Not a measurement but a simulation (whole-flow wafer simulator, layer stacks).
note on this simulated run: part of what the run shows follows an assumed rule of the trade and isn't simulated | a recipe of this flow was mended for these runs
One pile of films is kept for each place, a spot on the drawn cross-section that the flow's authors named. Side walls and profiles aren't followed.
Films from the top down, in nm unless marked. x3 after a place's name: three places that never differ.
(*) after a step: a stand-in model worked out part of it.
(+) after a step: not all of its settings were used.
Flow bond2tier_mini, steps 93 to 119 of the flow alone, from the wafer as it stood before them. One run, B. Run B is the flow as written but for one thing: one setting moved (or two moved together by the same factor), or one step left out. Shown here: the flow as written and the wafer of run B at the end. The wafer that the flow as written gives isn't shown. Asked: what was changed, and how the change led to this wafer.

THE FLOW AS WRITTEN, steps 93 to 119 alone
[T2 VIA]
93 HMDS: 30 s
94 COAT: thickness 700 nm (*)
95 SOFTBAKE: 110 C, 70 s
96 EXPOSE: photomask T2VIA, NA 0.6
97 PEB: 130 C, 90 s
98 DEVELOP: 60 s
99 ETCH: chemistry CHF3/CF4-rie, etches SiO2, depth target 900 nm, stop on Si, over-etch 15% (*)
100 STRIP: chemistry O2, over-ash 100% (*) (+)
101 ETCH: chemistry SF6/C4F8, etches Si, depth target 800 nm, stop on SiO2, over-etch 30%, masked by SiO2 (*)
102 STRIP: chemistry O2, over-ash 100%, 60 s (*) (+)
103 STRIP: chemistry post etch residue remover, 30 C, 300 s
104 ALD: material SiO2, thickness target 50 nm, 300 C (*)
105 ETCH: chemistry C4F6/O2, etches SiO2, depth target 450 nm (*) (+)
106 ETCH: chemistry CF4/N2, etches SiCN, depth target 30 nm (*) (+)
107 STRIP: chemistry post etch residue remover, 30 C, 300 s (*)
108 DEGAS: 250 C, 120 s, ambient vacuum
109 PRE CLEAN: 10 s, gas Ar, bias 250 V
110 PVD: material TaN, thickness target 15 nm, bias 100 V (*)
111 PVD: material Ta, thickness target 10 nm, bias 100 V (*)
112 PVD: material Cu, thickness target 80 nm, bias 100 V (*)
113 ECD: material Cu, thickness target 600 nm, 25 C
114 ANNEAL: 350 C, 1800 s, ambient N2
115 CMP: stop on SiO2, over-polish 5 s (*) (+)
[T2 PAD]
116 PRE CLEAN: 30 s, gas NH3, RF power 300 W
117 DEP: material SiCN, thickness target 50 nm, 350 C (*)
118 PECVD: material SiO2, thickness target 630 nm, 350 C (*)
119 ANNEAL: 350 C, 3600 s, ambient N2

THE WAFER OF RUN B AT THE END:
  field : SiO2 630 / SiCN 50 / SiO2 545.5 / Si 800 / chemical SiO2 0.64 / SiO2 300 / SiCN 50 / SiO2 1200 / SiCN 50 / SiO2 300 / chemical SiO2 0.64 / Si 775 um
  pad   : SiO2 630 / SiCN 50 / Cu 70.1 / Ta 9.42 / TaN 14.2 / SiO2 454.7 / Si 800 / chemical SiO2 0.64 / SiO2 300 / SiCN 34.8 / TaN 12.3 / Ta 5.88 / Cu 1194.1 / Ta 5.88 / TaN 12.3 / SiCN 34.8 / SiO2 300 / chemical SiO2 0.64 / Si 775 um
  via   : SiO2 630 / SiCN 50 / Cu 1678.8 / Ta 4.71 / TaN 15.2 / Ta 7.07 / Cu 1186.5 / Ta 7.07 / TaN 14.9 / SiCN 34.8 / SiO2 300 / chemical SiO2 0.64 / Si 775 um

The cause: step 104, ALD: thickness target 38 nm was run, where the flow has thickness target 50 nm.

How the change led to this, step by step:
  104 ALD: material SiO2, thickness target 50 nm, 300 C (*)
      field, pad, via: SiO2 +38 (as written it would be: SiO2 +50)
  105 ETCH: chemistry C4F6/O2, etches SiO2, depth target 450 nm (*) (+)
      via: SiO2 -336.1 (all of it), SiCN -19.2 (as written it would be: SiO2 -348.1 (all of it), SiCN -17.2)
  106 ETCH: chemistry CF4/N2, etches SiCN, depth target 30 nm (*) (+)
      via: SiCN -15.6 (all of it), TaN -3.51 (as written it would be: SiCN -17.6 (all of it), TaN -3.01)
  112 PVD: material Cu, thickness target 80 nm, bias 100 V (*)
      via: Cu +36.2 (new film) (as written it would be: Cu +35 (new film))
